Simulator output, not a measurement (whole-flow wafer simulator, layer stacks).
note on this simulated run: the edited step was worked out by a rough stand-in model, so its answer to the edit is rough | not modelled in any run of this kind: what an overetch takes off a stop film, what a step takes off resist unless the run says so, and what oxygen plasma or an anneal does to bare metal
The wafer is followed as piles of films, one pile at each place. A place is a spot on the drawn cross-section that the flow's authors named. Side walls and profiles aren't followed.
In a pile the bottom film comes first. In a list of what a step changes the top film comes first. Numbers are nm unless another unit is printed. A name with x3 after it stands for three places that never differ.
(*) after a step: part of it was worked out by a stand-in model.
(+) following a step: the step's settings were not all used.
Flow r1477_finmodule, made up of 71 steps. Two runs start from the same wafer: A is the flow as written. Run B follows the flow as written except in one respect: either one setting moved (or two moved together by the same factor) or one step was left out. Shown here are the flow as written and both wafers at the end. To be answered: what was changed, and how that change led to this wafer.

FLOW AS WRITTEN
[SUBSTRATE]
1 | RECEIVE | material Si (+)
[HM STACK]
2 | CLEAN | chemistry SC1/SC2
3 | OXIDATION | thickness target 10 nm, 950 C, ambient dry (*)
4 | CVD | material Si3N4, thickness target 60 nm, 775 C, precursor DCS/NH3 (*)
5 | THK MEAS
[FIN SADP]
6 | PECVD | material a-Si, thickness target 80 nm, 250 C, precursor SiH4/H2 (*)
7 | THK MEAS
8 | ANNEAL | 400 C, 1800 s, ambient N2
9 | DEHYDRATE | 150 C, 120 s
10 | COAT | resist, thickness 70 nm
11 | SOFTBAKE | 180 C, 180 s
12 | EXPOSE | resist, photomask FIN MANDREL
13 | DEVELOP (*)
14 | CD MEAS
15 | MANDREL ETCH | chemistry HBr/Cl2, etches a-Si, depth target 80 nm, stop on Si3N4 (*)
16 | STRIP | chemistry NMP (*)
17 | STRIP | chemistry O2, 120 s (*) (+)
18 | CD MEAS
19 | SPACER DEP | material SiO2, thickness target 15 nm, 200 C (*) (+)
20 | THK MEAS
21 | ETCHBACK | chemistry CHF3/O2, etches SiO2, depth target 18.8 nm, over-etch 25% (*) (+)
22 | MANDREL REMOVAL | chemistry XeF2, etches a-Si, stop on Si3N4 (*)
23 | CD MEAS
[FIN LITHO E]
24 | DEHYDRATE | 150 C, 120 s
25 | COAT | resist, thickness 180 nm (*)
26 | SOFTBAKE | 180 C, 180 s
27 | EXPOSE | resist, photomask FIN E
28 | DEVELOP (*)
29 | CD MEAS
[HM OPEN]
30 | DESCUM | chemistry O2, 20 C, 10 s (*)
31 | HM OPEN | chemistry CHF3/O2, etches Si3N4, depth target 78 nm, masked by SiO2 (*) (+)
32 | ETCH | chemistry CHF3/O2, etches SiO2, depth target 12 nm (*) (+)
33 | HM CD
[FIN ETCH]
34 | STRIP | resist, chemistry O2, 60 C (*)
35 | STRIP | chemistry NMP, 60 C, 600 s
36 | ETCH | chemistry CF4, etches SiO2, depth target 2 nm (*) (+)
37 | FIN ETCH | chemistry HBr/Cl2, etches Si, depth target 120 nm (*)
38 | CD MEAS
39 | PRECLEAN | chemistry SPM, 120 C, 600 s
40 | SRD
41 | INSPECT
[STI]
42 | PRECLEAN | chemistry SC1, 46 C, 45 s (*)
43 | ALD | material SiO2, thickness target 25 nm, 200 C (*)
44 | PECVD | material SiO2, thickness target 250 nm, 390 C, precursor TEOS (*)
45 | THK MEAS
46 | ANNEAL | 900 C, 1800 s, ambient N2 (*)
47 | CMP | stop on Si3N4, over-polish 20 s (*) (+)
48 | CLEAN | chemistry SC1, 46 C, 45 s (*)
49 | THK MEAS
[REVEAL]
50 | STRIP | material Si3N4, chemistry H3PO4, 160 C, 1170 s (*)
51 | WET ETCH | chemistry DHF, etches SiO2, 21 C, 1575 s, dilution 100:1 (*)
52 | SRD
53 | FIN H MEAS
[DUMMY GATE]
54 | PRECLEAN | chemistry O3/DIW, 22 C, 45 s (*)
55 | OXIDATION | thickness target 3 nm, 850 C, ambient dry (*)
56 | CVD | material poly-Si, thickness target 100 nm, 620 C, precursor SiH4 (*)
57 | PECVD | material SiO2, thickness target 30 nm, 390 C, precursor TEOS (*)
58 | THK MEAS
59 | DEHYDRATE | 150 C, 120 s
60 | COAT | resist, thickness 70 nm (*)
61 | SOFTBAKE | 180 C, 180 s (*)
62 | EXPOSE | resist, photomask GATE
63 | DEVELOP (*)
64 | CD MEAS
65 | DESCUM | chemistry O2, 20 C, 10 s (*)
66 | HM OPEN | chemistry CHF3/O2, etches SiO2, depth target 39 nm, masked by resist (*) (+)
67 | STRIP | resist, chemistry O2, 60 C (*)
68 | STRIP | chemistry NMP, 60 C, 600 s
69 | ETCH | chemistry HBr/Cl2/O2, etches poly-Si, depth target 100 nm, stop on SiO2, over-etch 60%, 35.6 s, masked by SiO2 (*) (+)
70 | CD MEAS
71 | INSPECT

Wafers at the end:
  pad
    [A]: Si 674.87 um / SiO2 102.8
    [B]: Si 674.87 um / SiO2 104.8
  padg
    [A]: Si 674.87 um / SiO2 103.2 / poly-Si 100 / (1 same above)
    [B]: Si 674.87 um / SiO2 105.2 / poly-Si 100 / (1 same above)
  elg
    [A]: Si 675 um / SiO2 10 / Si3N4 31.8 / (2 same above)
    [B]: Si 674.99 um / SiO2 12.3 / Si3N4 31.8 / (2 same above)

What caused this: step 3, OXIDATION: thickness target 12.3 nm was run, while the flow as written has thickness target 10 nm.
The wafer lets one read it off: elg has SiO2 12.3, and step 3 as written asks for 10 nm.

The path from the change to this, step by step:
  3 | OXIDATION | thickness target 10 nm, 950 C, ambient dry (*)
      pad, padg, elg and 33 more: A SiO2 gains 10 (new film), chemical SiO2 loses 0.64 (all of it), Si loses 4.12 | B SiO2 gains 12.3 (new film), chemical SiO2 loses 0.64 (all of it), Si loses 5.13
  31 | HM OPEN | chemistry CHF3/O2, etches Si3N4, depth target 78 nm, masked by SiO2 (*) (+)
      pad, padg, esg and 13 more: A Si3N4 loses 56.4 (all of it), SiO2 loses 10 (all of it) | B Si3N4 loses 56.4 (all of it), SiO2 loses 10.8
  32 | ETCH | chemistry CHF3/O2, etches SiO2, depth target 12 nm (*) (+)
      pad, padg, e40sg and 11 more: A Si loses 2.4 | B SiO2 loses 1.49 (all of it), Si loses 2.1
      esg, eso: A Si loses 1.77 | B SiO2 loses 1.49 (all of it), Si loses 2.1
      (as well as at 6 more places)
  47 | CMP | stop on Si3N4, over-polish 20 s (*) (+)
      pad, padg, e40sg and 11 more: A SiO2 loses 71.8 | B SiO2 loses 69.8
      eso: A SiO2 loses 72.4 | B SiO2 loses 69.8
  51 | WET ETCH | chemistry DHF, etches SiO2, 21 C, 1575 s, dilution 100:1 (*)
      s40sg_line, s45sg_line, s50sg_line, s40so_line, s45so_line, s50so_line: A SiO2 loses 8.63 (all of it) | B SiO2 loses 10.9 (all of it)
  56 | CVD | material poly-Si, thickness target 100 nm, 620 C, precursor SiH4 (*)
      s40cg, s40co: A poly-Si gains 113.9 (new film) | B poly-Si gains 111.6 (new film)
      s45cg, s45co: A poly-Si gains 113.4 (new film) | B poly-Si gains 111.1 (new film)
      (as well as at 2 more places)
  60 | COAT | resist, thickness 70 nm (*)
      s40sg, s45sg, s40so, s45so: A resist gains 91 (new film) | B resist gains 88.8 (new film)
      s50sg, s50so: A resist gains 90.9 (new film) | B resist gains 88.6 (new film)
  63 | DEVELOP (*)
      s40so, s45so: A resist loses 91 (all of it) | B resist loses 88.8 (all of it)
      s50so: A resist loses 90.9 (all of it) | B resist loses 88.6 (all of it)
  67 | STRIP | resist, chemistry O2, 60 C (*)
      s40sg, s45sg: A resist loses 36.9 (all of it) | B resist loses 34.7 (all of it)
      s50sg: A resist loses 36.8 (all of it) | B resist loses 34.5 (all of it)
  69 | ETCH | chemistry HBr/Cl2/O2, etches poly-Si, depth target 100 nm, stop on SiO2, over-etch 60%, 35.6 s, masked by SiO2 (*) (+)
      s40co: A chemical SiO2 loses 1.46 (all of it), poly-Si loses 111.5 (all of it), SiO2 loses 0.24 | B chemical SiO2 loses 1.46 (all of it), poly-Si loses 109.2 (all of it), SiO2 loses 0.25
      s45co: A chemical SiO2 loses 1.46 (all of it), poly-Si loses 110.9 (all of it), SiO2 loses 0.25 | B chemical SiO2 loses 1.46 (all of it), poly-Si loses 108.6 (all of it), SiO2 loses 0.26
      (as well as at 1 more place)
